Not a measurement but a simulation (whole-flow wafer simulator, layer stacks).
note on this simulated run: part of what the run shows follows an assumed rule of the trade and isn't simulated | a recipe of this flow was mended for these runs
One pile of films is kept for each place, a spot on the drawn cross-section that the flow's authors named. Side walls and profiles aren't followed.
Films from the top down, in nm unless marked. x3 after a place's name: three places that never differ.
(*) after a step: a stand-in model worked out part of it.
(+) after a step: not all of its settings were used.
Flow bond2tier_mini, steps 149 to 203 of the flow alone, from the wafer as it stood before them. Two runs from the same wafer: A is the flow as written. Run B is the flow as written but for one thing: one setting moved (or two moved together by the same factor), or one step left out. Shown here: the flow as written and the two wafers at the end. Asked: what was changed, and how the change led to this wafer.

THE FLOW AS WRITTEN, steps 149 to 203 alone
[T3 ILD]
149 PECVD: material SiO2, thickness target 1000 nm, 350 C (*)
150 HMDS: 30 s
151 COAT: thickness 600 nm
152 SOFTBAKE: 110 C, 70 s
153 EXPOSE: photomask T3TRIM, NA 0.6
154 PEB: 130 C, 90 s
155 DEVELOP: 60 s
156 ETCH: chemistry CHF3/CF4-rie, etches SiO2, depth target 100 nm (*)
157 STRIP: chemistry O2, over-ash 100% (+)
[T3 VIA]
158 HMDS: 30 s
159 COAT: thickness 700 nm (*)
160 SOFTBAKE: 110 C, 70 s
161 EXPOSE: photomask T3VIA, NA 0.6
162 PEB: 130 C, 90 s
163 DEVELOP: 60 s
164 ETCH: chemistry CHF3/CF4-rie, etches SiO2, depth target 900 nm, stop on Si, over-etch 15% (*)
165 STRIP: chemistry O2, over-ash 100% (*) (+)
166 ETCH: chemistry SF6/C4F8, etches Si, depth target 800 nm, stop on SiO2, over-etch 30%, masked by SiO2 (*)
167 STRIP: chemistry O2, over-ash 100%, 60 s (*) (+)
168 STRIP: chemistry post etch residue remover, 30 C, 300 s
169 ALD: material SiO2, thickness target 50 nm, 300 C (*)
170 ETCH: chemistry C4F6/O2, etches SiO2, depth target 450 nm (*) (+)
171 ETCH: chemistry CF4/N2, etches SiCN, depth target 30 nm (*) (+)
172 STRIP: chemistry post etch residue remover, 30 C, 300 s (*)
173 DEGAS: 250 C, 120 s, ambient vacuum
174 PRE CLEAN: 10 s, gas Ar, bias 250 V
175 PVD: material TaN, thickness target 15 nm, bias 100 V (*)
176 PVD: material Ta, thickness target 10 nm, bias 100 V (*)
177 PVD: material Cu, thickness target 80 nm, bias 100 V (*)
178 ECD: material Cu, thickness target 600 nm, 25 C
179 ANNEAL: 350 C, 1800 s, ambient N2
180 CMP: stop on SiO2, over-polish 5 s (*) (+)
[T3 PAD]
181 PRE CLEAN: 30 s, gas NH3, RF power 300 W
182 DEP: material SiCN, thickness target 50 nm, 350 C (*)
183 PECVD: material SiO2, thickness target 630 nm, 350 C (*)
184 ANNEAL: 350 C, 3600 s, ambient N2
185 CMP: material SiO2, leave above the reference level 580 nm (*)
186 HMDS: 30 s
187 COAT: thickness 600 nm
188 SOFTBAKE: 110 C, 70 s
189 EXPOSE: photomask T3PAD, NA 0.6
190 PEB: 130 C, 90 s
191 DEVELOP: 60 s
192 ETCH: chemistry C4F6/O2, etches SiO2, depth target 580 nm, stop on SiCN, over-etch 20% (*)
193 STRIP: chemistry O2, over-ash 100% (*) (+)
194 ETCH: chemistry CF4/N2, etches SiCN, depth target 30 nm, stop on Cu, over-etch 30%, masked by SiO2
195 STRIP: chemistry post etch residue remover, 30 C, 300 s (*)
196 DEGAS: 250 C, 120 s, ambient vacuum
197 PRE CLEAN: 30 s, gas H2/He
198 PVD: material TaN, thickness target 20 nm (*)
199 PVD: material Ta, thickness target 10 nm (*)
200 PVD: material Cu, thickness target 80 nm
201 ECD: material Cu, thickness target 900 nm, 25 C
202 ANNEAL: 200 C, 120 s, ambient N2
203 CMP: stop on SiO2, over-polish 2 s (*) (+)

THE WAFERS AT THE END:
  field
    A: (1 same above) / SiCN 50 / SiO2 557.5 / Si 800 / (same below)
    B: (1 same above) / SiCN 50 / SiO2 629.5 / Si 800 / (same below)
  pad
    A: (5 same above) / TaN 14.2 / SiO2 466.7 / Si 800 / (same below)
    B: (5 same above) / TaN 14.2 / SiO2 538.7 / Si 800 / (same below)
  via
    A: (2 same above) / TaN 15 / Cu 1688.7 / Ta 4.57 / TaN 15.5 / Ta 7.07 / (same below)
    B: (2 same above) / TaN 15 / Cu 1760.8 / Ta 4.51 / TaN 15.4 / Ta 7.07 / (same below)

The cause: step 149, PECVD: thickness target 1072 nm was run, where the flow has thickness target 1000 nm.

How the change led to this, step by step:
  149 PECVD: material SiO2, thickness target 1000 nm, 350 C (*)
      field, pad, via: A SiO2 +1000 (new film) | B SiO2 +1072 (new film)
  164 ETCH: chemistry CHF3/CF4-rie, etches SiO2, depth target 900 nm, stop on Si, over-etch 15% (*)
      via: A SiO2 -900 (all of it), Si -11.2 | B SiO2 -972 (all of it), Si -5.25
  178 ECD: material Cu, thickness target 600 nm, 25 C
      via: A Cu +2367 | B Cu +2439.7
